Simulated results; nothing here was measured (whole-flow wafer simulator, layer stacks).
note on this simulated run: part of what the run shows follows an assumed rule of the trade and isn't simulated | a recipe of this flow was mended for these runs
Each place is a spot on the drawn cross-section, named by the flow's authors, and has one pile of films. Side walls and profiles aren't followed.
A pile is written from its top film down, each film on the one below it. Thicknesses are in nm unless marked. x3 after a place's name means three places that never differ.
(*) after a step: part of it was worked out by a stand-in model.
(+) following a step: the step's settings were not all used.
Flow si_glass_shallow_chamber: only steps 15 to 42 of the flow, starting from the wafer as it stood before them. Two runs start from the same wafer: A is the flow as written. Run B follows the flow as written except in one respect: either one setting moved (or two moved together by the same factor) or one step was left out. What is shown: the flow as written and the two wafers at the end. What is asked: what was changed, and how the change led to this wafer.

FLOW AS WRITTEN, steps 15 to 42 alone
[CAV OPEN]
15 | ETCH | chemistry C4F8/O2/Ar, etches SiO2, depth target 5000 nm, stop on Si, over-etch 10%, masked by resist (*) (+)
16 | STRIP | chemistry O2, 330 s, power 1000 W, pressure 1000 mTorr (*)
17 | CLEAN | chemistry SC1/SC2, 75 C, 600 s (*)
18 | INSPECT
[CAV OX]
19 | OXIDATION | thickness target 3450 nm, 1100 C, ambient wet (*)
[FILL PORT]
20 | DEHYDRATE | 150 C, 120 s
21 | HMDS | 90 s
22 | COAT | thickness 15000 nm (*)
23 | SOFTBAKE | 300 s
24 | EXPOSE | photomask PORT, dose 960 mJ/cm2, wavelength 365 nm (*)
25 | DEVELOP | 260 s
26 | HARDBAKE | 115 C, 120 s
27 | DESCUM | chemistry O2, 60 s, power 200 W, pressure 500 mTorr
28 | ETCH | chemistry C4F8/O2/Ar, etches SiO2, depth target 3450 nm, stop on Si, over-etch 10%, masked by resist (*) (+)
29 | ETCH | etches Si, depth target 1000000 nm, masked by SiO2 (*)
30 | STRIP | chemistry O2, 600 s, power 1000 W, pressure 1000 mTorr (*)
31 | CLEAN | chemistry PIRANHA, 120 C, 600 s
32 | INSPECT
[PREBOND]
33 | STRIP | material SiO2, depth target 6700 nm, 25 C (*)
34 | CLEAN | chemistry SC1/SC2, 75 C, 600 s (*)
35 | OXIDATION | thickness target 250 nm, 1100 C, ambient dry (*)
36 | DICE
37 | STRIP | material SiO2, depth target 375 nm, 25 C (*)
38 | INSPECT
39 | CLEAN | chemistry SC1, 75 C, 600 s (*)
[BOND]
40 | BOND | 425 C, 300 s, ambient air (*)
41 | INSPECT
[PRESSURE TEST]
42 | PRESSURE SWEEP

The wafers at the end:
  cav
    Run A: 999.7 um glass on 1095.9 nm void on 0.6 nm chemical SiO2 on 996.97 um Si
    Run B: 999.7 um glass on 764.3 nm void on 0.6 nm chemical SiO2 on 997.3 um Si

Cause: step 15, ETCH: depth target 3920 nm was run, though the flow has depth target 5000 nm.

How this came from the change, step by step:
  15 | ETCH | chemistry C4F8/O2/Ar, etches SiO2, depth target 5000 nm, stop on Si, over-etch 10%, masked by resist (*) (+)
      cav, port: A SiO2 loses 5000 (all of it), Si loses 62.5 | B SiO2 loses 4312
      rim, ramp, septum, ring: A thick-i-line-resist loses 1100 | B thick-i-line-resist loses 862.4
  16 | STRIP | chemistry O2, 330 s, power 1000 W, pressure 1000 mTorr (*)
      cav, port: A chemical SiO2 gains 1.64 (new film), Si loses 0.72 | B nothing
      rim, ramp, septum, ring: A thick-i-line-resist loses 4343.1 (all of it) | B thick-i-line-resist loses 4580.7 (all of it)
  17 | CLEAN | chemistry SC1/SC2, 75 C, 600 s (*)
      cav, port: A chemical SiO2 loses 1.04, Si loses 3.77 | B SiO2 loses 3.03
  19 | OXIDATION | thickness target 3450 nm, 1100 C, ambient wet (*)
      cav, port: A SiO2 gains 3450 (new film), chemical SiO2 loses 0.6 (all of it), Si loses 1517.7 | B SiO2 gains 2847.9, Si loses 1253.1
  22 | COAT | thickness 15000 nm (*)
      rim: A thick-i-line-resist gains 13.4 um (new film) | B thick-i-line-resist gains 13.57 um (new film)
      ramp: A thick-i-line-resist gains 12.89 um (new film) | B thick-i-line-resist gains 13.12 um (new film)
      (as well as at 4 more places)
  23 | SOFTBAKE | 300 s
      rim: A thick-i-line-resist loses 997 | B thick-i-line-resist loses 880.8
      ramp: A thick-i-line-resist loses 487.1 | B thick-i-line-resist loses 426.2
      (as well as at 4 more places)
  25 | DEVELOP | 260 s
      port: A thick-i-line-resist loses 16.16 um (all of it) | B thick-i-line-resist loses 16.03 um (all of it)
  26 | HARDBAKE | 115 C, 120 s
      rim, ramp: A thick-i-line-resist loses 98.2 | B thick-i-line-resist loses 101.7
  28 | ETCH | chemistry C4F8/O2/Ar, etches SiO2, depth target 3450 nm, stop on Si, over-etch 10%, masked by resist (*) (+)
      port: A SiO2 loses 3450 (all of it), Si loses 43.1 | B SiO2 loses 3532.9 (all of it), Si loses 32.8
  29 | ETCH | etches Si, depth target 1000000 nm, masked by SiO2 (*)
      rim, ramp: A thick-i-line-resist loses 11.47 um (all of it), SiO2 loses 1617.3 | B thick-i-line-resist loses 11.76 um (all of it), SiO2 loses 1466.1
      port: A hole gains 997.05 um (new film), Si loses 997.05 um (all of it) | B hole gains 997.39 um (new film), Si loses 997.39 um (all of it)
      (as well as at 2 more places)
  30 | STRIP | chemistry O2, 600 s, power 1000 W, pressure 1000 mTorr (*)
      cav: A thick-i-line-resist loses 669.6 (all of it) | B thick-i-line-resist loses 543.6 (all of it)
  33 | STRIP | material SiO2, depth target 6700 nm, 25 C (*)
      rim, ramp: A SiO2 loses 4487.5 (all of it) | B SiO2 loses 4638.7 (all of it)
      cav: A SiO2 loses 3450 (all of it) | B SiO2 loses 3532.9 (all of it)
  40 | BOND | 425 C, 300 s, ambient air (*)
      cav: A glass gains 999.7 um (new film), void gains 1095.9 (new film) | B glass gains 999.7 um (new film), void gains 764.3 (new film)
      port: A glass gains 999.7 um (new film), hole gains 1017.3 | B glass gains 999.7 um (new film), hole gains 675.3
